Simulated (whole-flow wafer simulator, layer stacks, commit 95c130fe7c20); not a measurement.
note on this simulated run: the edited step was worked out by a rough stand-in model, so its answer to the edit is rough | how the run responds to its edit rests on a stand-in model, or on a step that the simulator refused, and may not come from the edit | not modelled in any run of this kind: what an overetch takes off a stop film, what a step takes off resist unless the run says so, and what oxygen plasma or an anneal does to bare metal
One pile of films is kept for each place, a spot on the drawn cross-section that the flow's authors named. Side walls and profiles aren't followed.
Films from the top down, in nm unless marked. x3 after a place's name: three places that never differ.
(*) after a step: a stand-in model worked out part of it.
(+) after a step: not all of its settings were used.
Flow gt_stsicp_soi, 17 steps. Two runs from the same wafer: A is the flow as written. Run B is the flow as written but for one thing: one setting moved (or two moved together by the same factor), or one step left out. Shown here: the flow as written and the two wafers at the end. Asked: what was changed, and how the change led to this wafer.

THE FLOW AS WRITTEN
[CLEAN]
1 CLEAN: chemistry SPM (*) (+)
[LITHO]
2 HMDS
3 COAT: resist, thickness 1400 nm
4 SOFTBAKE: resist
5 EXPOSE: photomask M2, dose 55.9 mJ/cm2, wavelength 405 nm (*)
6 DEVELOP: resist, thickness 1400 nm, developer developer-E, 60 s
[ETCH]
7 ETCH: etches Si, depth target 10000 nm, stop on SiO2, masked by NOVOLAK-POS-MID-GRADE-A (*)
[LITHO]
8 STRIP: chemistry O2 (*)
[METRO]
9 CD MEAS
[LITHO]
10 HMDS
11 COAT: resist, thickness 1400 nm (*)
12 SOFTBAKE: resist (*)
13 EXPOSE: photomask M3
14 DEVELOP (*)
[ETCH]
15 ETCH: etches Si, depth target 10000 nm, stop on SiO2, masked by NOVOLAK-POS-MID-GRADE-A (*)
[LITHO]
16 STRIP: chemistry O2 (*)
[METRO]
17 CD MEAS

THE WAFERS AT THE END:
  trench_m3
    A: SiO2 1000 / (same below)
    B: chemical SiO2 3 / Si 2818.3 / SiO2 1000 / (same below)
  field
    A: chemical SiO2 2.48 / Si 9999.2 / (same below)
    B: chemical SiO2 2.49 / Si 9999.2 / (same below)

The cause: step 15, ETCH: depth target 7180 nm was run, where the flow has depth target 10000 nm.

How the change led to this, step by step:
  15 ETCH: etches Si, depth target 10000 nm, stop on SiO2, masked by NOVOLAK-POS-MID-GRADE-A (*)
      trench_m3: A chemical SiO2 -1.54 (all of it), Si -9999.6 (all of it) | B chemical SiO2 -1.54 (all of it), Si -7180
      field, trench_m2: A resist -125 | B resist -89.8
  16 STRIP: chemistry O2 (*)
      trench_m3: A nothing | B chemical SiO2 +3 (new film), Si -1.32
      field: A resist -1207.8 (all of it), chemical SiO2 +0.94, Si -0.41 | B resist -1243 (all of it), chemical SiO2 +0.94, Si -0.41
